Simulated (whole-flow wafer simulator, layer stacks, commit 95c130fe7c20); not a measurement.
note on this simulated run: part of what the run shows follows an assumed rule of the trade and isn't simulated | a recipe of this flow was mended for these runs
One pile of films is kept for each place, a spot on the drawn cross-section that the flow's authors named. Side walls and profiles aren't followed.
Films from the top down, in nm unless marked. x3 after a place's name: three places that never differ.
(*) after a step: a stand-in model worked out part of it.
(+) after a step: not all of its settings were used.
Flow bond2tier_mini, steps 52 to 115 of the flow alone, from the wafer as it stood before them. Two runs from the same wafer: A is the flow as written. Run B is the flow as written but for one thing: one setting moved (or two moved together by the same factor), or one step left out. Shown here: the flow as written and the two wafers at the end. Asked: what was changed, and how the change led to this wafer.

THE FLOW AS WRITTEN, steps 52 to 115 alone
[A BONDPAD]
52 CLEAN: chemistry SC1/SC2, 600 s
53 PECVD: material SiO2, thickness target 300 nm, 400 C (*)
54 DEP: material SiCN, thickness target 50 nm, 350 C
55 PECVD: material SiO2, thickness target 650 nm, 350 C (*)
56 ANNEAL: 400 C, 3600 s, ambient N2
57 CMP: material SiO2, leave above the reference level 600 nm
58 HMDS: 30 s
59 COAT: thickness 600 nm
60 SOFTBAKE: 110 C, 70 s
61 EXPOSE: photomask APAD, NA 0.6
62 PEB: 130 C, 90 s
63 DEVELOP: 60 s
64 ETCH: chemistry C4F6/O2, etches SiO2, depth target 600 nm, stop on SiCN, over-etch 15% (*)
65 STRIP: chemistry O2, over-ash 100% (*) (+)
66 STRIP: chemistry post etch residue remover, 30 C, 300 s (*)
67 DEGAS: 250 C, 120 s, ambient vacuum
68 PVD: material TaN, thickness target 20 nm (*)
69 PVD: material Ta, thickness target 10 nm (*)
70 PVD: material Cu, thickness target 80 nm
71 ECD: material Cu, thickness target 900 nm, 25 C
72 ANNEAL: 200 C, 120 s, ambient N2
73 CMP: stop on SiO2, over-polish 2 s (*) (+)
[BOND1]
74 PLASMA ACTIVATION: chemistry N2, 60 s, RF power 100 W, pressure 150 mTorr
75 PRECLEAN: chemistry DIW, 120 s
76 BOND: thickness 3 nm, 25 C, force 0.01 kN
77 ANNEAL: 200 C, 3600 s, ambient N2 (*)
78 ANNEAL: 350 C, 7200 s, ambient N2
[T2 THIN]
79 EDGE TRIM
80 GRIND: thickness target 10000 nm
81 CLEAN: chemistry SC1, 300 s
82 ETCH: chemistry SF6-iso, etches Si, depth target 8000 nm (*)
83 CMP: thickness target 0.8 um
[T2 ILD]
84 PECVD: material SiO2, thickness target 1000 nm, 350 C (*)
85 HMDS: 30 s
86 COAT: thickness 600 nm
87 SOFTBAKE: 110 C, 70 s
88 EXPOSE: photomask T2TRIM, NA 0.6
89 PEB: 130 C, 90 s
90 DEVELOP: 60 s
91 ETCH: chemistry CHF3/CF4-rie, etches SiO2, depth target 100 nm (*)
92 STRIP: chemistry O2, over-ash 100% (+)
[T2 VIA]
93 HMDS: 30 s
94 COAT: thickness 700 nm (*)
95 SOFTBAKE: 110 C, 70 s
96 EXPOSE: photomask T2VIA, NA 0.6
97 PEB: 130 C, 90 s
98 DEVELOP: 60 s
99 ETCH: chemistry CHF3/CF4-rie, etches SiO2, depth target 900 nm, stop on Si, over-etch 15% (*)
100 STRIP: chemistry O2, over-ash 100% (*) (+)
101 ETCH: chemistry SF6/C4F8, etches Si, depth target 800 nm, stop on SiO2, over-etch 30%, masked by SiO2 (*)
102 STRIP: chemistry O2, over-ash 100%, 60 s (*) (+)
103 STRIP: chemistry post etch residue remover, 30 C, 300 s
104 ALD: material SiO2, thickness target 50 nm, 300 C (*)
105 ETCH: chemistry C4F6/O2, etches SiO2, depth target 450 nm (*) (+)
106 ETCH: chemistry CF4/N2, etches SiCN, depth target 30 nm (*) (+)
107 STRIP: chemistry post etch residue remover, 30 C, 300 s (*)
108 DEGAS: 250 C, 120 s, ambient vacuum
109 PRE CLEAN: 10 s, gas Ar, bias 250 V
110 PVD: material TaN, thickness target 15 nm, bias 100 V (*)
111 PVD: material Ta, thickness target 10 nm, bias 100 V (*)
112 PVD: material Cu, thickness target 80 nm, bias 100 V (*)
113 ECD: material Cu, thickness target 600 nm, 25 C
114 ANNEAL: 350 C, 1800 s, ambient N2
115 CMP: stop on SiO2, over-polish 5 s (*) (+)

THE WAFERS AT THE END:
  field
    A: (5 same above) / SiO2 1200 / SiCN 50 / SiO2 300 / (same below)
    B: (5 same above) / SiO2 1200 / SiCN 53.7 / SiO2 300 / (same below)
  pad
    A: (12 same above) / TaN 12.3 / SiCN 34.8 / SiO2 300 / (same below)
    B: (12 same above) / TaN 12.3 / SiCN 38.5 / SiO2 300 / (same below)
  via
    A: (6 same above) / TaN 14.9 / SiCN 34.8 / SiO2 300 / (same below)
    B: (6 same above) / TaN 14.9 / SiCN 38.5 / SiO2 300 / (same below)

The cause: step 54, DEP: thickness target 53.7 nm was run, where the flow has thickness target 50 nm.
It can be read off the wafer: field has SiCN 53.7, and step 54 as written asks for 50 nm.

How the change led to this, step by step:
  54 DEP: material SiCN, thickness target 50 nm, 350 C
      field, pad, via: A SiCN +50 (new film) | B SiCN +53.7 (new film)
